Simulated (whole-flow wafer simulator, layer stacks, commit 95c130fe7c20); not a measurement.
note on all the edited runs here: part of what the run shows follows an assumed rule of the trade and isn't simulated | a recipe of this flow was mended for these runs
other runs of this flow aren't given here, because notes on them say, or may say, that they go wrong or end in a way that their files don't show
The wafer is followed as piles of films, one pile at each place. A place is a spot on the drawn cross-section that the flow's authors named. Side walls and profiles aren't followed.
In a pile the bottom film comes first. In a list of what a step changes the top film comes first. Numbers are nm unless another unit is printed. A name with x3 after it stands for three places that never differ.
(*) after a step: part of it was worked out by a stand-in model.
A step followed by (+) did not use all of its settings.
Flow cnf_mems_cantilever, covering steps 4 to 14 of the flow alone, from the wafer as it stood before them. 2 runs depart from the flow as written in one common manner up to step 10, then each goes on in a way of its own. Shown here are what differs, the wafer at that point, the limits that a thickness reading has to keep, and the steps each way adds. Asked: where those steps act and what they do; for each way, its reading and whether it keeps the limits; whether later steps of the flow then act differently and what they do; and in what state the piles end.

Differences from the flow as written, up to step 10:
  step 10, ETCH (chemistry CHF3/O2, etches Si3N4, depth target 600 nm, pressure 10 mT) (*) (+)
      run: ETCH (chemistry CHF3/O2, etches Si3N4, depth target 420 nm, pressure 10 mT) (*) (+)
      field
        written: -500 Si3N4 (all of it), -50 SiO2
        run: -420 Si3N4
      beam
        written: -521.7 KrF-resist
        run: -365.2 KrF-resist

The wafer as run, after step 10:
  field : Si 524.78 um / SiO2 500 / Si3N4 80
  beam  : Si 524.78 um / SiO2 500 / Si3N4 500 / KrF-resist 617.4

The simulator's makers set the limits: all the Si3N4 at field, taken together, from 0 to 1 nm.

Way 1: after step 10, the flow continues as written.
  The reading taken after step 10 is 80 nm, which is outside the limits.
  Steps further on in the flow that do not act as written:
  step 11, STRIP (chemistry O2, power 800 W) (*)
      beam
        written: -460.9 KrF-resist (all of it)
        way: -617.4 KrF-resist (all of it)
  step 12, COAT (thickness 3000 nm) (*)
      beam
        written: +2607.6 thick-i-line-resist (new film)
        way: +2698.7 thick-i-line-resist (new film)
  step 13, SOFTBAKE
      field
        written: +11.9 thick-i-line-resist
        way: +8.67 thick-i-line-resist
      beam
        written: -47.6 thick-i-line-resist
        way: -34.7 thick-i-line-resist
  At field, beam, the piles at the end differ from the flow's by more than 2% or 0.5 nm, whichever is larger.
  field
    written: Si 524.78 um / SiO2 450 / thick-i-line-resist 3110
    way: Si 524.78 um / SiO2 500 / Si3N4 80 / thick-i-line-resist 3084
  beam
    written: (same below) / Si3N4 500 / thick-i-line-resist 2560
    way: (same below) / Si3N4 500 / thick-i-line-resist 2664

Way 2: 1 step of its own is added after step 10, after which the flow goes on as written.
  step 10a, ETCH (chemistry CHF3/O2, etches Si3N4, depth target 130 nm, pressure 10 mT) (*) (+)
      field
        -80 Si3N4 (all of it), -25 SiO2
      beam
        -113 KrF-resist
  The reading taken after step 10a is 0 nm, which is within the limits.
  Steps further on in the flow that do not act as written (1 more step, not shown, differs only slightly: by at most 2% or 0.5 nm, whichever is larger):
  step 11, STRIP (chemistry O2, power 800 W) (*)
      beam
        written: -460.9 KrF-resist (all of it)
        way: -504.4 KrF-resist (all of it)
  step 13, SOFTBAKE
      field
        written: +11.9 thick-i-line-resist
        way: +11.3 thick-i-line-resist
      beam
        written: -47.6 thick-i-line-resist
        way: -45 thick-i-line-resist
  At field, the piles at the end differ from the flow's by more than 2% or 0.5 nm, whichever is larger.
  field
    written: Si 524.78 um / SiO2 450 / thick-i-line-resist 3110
    way: Si 524.78 um / SiO2 475 / thick-i-line-resist 3105

Keeping within the limits: way 2. Outside them: way 1.
